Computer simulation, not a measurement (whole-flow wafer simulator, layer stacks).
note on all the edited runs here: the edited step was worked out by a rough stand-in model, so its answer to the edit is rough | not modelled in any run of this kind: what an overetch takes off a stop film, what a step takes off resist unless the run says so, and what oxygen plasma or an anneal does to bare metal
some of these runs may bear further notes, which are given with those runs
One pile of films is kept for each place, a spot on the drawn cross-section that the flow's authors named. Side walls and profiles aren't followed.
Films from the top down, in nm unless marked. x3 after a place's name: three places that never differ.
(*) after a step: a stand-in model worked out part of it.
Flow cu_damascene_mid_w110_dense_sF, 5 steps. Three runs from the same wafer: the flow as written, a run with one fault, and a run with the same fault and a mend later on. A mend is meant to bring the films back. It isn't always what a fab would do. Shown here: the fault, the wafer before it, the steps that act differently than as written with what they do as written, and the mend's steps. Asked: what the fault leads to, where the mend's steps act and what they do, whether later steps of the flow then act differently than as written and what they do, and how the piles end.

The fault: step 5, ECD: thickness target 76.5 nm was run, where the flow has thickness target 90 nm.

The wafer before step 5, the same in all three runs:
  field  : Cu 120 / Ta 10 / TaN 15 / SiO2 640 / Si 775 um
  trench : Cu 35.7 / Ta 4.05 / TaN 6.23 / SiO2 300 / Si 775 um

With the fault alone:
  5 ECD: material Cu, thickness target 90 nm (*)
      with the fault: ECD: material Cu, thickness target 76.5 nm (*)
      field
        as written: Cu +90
        with the fault: Cu +76.5
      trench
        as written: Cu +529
        with the fault: Cu +515.5
  No later step of the flow acts differently than as written at any place that is followed.
  At the end the piles differ from the flow's by more than 2% or 0.5 nm, whichever is larger, at field, trench.
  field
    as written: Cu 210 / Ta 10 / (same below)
    with the fault: Cu 196.5 / Ta 10 / (same below)
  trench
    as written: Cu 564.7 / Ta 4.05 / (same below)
    with the fault: Cu 551.2 / Ta 4.05 / (same below)

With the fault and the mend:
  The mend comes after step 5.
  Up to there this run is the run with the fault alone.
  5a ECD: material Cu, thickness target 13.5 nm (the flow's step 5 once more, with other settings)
      field, trench
        Cu +13.5
  No later step of the flow acts differently than as written at any place that is followed.
  At the end the piles are the same as the flow's at every place that both follow.
